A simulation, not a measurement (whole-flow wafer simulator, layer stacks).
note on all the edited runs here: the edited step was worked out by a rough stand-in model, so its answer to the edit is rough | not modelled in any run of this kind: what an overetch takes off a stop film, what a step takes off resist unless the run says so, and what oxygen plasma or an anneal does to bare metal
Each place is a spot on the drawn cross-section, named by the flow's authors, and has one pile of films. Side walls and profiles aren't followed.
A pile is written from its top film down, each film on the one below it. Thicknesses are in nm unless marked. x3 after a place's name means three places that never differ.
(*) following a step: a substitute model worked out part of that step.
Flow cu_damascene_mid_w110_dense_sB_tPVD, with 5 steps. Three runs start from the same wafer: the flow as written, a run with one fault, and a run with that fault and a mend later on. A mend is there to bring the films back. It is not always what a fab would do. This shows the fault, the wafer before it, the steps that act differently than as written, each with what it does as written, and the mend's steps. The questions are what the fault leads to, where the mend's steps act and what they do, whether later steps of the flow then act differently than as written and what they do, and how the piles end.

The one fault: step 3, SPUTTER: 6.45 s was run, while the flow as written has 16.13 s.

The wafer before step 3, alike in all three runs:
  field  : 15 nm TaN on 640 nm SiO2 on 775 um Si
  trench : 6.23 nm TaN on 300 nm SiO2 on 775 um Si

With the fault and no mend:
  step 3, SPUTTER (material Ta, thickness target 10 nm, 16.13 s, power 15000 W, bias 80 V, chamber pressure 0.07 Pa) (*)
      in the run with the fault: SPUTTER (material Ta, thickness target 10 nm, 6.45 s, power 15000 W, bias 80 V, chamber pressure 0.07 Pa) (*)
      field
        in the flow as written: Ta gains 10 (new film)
        in the run with the fault: Ta gains 4 (new film)
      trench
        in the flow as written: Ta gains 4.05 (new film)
        in the run with the fault: Ta gains 1.62 (new film)
  Every later step of the flow that is run acts as written, at every place that is followed, to within 2% or 0.5 nm, whichever is larger.
  The piles end different from the flow's at field, trench by more than 2% or 0.5 nm, whichever is larger.
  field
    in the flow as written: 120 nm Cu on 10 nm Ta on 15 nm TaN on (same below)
    in the run with the fault: 120 nm Cu on 4 nm Ta on 15 nm TaN on (same below)
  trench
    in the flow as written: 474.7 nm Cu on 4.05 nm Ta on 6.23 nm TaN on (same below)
    in the run with the fault: 471.2 nm Cu on 1.62 nm Ta on 6.23 nm TaN on (same below)

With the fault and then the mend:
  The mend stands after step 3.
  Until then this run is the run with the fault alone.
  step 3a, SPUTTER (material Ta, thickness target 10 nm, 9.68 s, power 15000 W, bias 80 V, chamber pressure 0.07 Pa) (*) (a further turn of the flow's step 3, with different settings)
      field
        Ta gains 6
      trench
        Ta gains 2.39
  Every later step of the flow that is run acts as written, at every place that is followed, to within 2% or 0.5 nm, whichever is larger.
  When the end is reached, the piles differ only a little from the flow's at the places that both follow, at most by 2% or 0.5 nm, whichever is larger.
